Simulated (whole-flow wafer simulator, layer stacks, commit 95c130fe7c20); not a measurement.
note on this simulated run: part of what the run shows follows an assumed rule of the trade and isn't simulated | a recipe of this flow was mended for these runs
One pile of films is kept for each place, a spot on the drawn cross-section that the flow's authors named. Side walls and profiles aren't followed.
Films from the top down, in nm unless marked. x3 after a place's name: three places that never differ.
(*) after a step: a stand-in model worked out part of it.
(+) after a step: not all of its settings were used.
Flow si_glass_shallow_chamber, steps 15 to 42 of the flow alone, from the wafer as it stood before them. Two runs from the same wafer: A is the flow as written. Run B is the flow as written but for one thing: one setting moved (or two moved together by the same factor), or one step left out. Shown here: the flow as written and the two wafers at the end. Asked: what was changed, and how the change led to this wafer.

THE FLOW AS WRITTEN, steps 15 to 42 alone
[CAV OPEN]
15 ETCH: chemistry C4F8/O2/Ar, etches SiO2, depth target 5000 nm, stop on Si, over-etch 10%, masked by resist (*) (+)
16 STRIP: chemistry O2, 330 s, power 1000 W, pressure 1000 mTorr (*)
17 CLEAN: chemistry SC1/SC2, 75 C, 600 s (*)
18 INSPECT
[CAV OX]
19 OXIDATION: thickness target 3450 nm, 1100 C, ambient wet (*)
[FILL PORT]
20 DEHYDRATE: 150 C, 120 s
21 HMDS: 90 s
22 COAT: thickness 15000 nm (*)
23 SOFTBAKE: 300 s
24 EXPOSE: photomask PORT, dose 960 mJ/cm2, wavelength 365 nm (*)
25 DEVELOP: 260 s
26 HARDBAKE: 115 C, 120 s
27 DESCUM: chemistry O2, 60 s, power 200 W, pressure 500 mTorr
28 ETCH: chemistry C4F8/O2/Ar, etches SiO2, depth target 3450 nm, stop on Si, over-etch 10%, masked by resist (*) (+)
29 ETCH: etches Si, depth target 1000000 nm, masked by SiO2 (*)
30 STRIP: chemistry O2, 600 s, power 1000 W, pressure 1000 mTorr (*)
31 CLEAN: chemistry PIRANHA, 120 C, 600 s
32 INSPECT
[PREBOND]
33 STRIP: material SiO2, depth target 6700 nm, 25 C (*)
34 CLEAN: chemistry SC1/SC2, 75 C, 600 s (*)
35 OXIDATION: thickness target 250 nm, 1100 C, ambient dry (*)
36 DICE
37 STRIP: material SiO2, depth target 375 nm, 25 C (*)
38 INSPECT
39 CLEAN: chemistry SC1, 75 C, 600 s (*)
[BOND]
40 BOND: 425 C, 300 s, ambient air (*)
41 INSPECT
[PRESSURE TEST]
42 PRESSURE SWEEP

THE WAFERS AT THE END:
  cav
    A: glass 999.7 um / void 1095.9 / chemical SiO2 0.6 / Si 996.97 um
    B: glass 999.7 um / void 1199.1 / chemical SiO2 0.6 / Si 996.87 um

The cause: step 15, ETCH: depth target 5750 nm was run, where the flow has depth target 5000 nm.

How the change led to this, step by step:
  15 ETCH: chemistry C4F8/O2/Ar, etches SiO2, depth target 5000 nm, stop on Si, over-etch 10%, masked by resist (*) (+)
      cav, port: A SiO2 -5000 (all of it), Si -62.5 | B SiO2 -5000 (all of it), Si -165.6
  22 COAT: thickness 15000 nm (*)
      rim: A thick-i-line-resist +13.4 um (new film) | B thick-i-line-resist +13.36 um (new film)
      ramp: A thick-i-line-resist +12.89 um (new film) | B thick-i-line-resist +12.84 um (new film)
      (and at 3 more places)
  23 SOFTBAKE: 300 s
      rim: A thick-i-line-resist -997 | B thick-i-line-resist -1026.1
      ramp: A thick-i-line-resist -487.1 | B thick-i-line-resist -502.5
      (and at 4 more places)
  25 DEVELOP: 260 s
      port: A thick-i-line-resist -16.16 um (all of it) | B thick-i-line-resist -16.19 um (all of it)
  29 ETCH: etches Si, depth target 1000000 nm, masked by SiO2 (*)
      rim, ramp: A thick-i-line-resist -11.47 um (all of it), SiO2 -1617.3 | B thick-i-line-resist -11.4 um (all of it), SiO2 -1654.8
      port: A hole +997.05 um (new film), Si -997.05 um (all of it) | B hole +996.94 um (new film), Si -996.94 um (all of it)
      (and at 1 more place)
  30 STRIP: chemistry O2, 600 s, power 1000 W, pressure 1000 mTorr (*)
      cav: A thick-i-line-resist -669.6 (all of it) | B thick-i-line-resist -700.9 (all of it)
  40 BOND: 425 C, 300 s, ambient air (*)
      cav: A glass +999.7 um (new film), void +1095.9 (new film) | B glass +999.7 um (new film), void +1199.1 (new film)
      port: A glass +999.7 um (new film), hole +1017.3 | B glass +999.7 um (new film), hole +1120.4
